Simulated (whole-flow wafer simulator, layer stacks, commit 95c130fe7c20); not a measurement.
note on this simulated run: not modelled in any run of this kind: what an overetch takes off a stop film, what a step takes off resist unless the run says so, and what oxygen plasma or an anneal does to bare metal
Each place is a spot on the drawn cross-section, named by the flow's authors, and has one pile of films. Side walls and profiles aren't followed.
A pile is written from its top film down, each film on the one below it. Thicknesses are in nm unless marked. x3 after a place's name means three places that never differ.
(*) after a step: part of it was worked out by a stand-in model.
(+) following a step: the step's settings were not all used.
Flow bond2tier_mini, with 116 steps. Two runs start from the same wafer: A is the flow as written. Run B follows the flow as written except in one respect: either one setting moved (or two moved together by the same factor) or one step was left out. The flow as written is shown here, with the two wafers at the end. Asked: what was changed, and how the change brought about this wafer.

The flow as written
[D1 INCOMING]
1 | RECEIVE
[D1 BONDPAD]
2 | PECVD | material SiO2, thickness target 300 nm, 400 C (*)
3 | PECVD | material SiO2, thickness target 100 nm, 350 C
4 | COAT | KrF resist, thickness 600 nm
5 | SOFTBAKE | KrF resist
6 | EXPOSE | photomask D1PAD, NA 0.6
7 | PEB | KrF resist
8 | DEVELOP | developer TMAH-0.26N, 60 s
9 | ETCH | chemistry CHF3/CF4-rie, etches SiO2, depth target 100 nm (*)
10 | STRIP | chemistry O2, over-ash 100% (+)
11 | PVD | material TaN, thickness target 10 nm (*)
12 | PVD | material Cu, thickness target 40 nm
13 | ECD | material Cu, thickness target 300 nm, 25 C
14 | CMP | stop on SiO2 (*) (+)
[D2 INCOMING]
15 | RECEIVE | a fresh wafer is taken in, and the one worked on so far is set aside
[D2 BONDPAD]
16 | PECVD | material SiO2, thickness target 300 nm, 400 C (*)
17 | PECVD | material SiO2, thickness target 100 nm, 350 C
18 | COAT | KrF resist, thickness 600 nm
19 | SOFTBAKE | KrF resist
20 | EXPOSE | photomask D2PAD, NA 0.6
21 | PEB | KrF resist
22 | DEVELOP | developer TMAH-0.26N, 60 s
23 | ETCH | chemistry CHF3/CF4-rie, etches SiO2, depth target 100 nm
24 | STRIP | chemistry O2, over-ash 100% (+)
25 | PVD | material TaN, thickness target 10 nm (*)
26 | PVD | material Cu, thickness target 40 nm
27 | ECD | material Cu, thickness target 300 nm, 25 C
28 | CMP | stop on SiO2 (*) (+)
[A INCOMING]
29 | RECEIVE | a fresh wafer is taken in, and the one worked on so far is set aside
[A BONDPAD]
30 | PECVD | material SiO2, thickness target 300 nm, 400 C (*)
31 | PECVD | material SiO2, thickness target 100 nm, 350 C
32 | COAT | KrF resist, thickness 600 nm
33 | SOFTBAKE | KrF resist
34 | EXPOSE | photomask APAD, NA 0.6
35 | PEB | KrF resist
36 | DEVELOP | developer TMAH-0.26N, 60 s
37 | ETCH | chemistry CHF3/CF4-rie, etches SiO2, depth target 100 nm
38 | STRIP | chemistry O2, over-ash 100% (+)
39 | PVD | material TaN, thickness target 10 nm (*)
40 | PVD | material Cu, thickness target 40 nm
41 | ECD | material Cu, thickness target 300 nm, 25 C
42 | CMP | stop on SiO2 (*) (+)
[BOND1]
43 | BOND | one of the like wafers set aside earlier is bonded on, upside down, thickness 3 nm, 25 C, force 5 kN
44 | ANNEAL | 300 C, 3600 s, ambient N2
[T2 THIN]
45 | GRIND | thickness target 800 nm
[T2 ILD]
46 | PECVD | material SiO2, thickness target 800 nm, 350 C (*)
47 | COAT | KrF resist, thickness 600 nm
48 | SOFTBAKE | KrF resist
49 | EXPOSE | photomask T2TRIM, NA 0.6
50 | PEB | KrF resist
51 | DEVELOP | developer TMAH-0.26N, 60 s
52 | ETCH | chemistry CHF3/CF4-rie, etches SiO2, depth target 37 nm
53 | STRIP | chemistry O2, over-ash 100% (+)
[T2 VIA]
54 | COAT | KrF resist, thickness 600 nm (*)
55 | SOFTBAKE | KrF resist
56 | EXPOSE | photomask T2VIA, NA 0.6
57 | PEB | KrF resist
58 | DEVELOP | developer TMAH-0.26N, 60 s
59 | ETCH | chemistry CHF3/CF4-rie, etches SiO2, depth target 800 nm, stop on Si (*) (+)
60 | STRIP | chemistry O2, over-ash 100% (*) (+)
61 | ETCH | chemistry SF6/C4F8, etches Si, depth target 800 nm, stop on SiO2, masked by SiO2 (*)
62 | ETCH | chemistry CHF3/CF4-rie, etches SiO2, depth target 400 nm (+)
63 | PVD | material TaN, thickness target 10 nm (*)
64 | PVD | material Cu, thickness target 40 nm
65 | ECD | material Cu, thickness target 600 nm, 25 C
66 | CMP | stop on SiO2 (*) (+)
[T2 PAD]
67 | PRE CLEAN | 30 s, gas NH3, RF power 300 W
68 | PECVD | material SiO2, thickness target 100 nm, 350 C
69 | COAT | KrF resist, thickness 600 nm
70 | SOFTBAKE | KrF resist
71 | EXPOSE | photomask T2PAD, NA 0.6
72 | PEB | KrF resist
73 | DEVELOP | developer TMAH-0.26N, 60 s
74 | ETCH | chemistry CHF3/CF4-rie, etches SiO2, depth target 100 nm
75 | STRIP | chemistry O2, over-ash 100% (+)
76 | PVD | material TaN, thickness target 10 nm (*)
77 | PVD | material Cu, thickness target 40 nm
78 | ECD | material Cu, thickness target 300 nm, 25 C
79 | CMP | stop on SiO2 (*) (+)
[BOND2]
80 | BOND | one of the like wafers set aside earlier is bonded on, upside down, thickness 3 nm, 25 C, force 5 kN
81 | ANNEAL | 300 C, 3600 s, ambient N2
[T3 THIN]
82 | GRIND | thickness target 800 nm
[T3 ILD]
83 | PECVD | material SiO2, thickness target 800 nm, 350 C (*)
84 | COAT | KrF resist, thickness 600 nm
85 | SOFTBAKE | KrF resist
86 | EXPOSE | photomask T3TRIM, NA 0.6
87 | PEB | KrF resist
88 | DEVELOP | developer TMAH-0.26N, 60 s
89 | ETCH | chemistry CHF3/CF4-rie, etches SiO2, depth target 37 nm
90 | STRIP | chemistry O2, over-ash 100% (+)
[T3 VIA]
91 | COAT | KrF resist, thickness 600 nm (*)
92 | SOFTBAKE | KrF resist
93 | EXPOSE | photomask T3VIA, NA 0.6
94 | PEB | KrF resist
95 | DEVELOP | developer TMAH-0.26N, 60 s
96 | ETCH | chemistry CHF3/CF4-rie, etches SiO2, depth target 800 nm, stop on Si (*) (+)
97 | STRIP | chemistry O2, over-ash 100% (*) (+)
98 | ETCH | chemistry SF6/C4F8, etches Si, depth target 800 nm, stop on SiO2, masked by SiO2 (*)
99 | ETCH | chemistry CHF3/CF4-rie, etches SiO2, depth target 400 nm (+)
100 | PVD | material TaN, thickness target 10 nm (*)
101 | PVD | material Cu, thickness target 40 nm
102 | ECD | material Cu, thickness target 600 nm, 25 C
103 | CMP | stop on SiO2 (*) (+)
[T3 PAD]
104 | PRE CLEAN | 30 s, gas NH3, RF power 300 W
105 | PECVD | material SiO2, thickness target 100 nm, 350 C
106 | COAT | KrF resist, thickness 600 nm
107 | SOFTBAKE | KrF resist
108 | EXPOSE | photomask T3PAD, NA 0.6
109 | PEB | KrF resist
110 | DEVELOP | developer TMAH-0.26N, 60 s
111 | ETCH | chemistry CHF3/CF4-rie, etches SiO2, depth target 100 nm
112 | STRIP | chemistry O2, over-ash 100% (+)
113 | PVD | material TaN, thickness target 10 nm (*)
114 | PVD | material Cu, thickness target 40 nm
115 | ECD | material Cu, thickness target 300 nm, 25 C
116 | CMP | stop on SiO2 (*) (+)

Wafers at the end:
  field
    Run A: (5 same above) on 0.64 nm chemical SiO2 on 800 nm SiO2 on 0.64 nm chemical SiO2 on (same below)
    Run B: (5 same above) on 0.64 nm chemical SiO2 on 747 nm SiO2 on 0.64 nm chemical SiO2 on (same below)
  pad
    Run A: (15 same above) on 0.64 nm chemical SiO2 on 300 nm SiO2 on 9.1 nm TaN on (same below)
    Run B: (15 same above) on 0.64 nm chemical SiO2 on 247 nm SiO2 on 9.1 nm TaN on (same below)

Cause: step 3, PECVD: thickness target 47 nm was run, whereas the flow has thickness target 100 nm.

The path from the change to this, step by step:
  3 | PECVD | material SiO2, thickness target 100 nm, 350 C
      field, pad, via: A +100 SiO2 | B +47 SiO2
  43 | BOND | one of the like wafers set aside earlier is bonded on, upside down, thickness 3 nm, 25 C, force 5 kN
      field: A +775 um Si (new film), +0.64 chemical SiO2 (new film), +400 SiO2 | B +775 um Si (new film), +0.64 chemical SiO2 (new film), +347 SiO2
      pad: A +775 um Si (new film), +0.64 chemical SiO2 (new film), +300 SiO2 (new film), +9.1 TaN (new film), +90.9 Cu | B +775 um Si (new film), +0.64 chemical SiO2 (new film), +247 SiO2 (new film), +9.1 TaN (new film), +90.9 Cu
      (and at 1 other place as well)
